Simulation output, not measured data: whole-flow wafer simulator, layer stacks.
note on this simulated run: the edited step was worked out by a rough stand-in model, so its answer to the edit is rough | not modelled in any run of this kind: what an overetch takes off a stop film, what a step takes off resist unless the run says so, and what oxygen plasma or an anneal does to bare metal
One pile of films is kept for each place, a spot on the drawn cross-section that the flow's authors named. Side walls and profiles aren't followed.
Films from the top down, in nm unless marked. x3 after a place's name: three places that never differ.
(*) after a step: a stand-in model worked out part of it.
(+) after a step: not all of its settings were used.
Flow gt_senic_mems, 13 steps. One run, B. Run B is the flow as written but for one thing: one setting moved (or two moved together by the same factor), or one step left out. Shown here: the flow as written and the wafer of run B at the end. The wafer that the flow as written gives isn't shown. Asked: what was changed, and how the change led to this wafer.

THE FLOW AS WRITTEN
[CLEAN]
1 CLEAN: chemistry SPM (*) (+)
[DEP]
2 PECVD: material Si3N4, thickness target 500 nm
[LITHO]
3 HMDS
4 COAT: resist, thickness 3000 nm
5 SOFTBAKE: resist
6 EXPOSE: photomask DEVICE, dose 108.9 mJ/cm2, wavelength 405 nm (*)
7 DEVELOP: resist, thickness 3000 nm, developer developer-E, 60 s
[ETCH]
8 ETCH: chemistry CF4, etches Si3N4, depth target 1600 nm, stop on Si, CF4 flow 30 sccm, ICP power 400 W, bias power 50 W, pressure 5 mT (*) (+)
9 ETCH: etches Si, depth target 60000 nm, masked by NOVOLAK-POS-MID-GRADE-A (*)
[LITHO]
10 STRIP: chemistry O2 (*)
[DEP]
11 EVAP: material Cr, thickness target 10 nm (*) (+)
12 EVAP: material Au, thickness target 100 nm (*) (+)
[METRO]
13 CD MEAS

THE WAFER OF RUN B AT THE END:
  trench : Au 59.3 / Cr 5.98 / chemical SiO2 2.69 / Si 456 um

The cause: step 9, ETCH: depth target 69000 nm was run, where the flow has depth target 60000 nm.

How the change led to this, step by step:
  9 ETCH: etches Si, depth target 60000 nm, masked by NOVOLAK-POS-MID-GRADE-A (*)
      field: resist -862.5 (as written it would be: resist -750)
      trench: Si -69 um (as written it would be: Si -60 um)
  10 STRIP: chemistry O2 (*)
      field: resist -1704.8 (all of it) (as written it would be: resist -1817.3 (all of it))
  12 EVAP: material Au, thickness target 100 nm (*) (+)
      trench: Au +59.3 (new film) (as written it would be: Au +64.1 (new film))
